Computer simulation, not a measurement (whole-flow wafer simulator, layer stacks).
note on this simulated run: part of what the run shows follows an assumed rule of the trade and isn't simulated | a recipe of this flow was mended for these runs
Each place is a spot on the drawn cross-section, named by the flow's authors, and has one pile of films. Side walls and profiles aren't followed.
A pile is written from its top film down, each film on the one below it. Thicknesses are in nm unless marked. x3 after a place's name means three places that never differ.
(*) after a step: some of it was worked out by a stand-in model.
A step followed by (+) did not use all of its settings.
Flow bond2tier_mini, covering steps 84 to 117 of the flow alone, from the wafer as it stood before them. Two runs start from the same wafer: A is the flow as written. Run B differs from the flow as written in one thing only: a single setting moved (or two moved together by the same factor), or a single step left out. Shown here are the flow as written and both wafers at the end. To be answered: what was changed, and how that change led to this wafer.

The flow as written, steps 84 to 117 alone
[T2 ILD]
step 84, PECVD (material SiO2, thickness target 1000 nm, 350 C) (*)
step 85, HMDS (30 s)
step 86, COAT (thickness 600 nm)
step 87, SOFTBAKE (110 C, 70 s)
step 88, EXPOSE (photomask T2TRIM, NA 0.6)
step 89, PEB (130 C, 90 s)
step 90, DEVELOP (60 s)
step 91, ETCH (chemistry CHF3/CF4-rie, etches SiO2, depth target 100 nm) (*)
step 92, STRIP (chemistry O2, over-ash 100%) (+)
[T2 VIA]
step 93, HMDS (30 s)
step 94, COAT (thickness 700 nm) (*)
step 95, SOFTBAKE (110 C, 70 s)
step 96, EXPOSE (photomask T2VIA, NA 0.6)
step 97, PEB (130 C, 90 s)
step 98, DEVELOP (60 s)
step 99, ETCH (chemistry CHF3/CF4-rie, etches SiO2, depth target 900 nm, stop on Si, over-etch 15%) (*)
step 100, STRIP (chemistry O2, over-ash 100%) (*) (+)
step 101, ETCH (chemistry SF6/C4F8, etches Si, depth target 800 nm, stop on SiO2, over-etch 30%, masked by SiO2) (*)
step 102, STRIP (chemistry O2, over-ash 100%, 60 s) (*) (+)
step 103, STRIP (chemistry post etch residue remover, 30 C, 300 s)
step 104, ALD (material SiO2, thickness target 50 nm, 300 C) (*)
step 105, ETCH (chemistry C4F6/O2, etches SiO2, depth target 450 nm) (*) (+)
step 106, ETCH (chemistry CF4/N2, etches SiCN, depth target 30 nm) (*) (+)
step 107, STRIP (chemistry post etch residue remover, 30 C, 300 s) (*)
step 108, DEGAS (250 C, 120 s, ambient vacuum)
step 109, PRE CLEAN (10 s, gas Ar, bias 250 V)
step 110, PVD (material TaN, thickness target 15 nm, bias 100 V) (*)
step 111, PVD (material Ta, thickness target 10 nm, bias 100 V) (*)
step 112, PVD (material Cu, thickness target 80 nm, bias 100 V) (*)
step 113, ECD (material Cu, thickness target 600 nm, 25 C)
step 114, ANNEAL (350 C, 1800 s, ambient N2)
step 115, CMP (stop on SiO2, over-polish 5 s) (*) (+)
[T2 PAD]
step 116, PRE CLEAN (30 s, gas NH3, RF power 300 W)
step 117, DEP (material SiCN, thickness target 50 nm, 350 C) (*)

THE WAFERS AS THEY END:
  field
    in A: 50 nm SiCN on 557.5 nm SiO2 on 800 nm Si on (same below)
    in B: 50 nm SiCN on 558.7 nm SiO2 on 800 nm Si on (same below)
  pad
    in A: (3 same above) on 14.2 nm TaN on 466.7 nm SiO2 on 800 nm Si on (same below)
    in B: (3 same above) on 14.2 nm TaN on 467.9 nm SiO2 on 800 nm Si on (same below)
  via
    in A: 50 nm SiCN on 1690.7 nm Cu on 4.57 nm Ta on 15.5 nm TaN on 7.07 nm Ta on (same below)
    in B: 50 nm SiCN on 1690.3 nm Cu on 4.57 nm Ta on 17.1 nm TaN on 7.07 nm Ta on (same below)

Cause: step 109, PRE CLEAN: 6 s was run, though the flow has 10 s.

The path from the change to this, step by step:
  step 109, PRE CLEAN (10 s, gas Ar, bias 250 V)
      field, pad: A -3 SiO2 | B -1.8 SiO2
      via: A -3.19 TaN | B -1.64 TaN
